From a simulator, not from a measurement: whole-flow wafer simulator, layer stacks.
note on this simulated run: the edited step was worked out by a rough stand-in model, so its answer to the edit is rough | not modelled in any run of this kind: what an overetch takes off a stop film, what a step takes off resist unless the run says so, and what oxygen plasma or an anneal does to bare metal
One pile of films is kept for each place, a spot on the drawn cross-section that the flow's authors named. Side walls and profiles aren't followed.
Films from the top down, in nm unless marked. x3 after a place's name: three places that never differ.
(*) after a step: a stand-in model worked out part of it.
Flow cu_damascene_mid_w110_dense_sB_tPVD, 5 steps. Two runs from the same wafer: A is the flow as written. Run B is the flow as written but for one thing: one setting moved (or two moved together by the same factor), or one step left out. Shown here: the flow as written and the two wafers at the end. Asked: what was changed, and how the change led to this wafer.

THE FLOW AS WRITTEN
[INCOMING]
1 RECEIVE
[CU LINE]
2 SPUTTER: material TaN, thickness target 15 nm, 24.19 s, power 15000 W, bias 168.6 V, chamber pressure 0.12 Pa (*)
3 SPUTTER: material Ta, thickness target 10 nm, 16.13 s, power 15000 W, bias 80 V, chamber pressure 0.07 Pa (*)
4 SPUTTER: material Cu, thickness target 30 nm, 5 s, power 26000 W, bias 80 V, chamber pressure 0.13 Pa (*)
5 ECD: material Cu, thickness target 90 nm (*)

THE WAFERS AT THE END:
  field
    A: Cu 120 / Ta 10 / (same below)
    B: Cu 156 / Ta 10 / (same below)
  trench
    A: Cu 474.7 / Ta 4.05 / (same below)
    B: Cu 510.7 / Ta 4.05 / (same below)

The cause: step 5, ECD: thickness target 126 nm was run, where the flow has thickness target 90 nm.

How the change led to this, step by step:
  5 ECD: material Cu, thickness target 90 nm (*)
      field: A Cu +90 | B Cu +126
      trench: A Cu +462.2 | B Cu +498.2
